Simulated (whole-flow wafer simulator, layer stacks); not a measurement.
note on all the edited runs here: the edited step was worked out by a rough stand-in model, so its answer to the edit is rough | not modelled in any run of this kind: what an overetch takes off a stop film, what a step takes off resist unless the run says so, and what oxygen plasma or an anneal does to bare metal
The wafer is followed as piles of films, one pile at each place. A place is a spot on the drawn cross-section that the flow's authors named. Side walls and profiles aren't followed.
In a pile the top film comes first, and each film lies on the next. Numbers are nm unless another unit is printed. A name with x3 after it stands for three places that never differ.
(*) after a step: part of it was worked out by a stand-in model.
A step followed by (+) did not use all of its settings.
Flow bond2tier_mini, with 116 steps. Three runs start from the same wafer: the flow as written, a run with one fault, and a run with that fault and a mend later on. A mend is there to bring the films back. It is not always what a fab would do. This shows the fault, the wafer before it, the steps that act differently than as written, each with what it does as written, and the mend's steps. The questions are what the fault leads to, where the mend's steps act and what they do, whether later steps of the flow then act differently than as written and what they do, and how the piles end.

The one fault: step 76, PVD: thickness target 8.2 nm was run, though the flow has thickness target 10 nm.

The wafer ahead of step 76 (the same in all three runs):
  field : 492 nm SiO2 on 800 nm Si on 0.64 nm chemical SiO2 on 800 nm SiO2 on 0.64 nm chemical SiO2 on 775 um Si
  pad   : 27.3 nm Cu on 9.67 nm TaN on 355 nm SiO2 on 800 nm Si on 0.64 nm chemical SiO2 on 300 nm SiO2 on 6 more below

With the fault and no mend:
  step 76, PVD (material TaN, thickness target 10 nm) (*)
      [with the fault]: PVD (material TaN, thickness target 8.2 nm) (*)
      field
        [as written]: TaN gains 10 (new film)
        [with the fault]: TaN gains 8.2 (new film)
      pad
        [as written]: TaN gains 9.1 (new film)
        [with the fault]: TaN gains 7.47 (new film)
  Later steps of the flow acting differently than as written (not shown: 1 more step that differs only slightly, by at most 2% or 0.5 nm, whichever is larger):
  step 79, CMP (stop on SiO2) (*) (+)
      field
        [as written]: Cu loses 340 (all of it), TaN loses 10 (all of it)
        [with the fault]: Cu loses 340 (all of it), TaN loses 8.2 (all of it)
  The piles end different from the flow's at pad by more than 2% or 0.5 nm, whichever is larger.
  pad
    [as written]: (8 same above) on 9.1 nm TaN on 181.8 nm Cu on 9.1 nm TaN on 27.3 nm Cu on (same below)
    [with the fault]: (8 same above) on 9.1 nm TaN on 183.4 nm Cu on 7.47 nm TaN on 27.3 nm Cu on (same below)

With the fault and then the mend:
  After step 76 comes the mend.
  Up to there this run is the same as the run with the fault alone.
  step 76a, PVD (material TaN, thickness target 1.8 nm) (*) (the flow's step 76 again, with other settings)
      field
        TaN gains 1.8
      pad
        TaN gains 1.64
  None of the later steps of the flow acts differently than as written at any place that is followed.
  At every place that both follow, the piles at the end match the flow's.
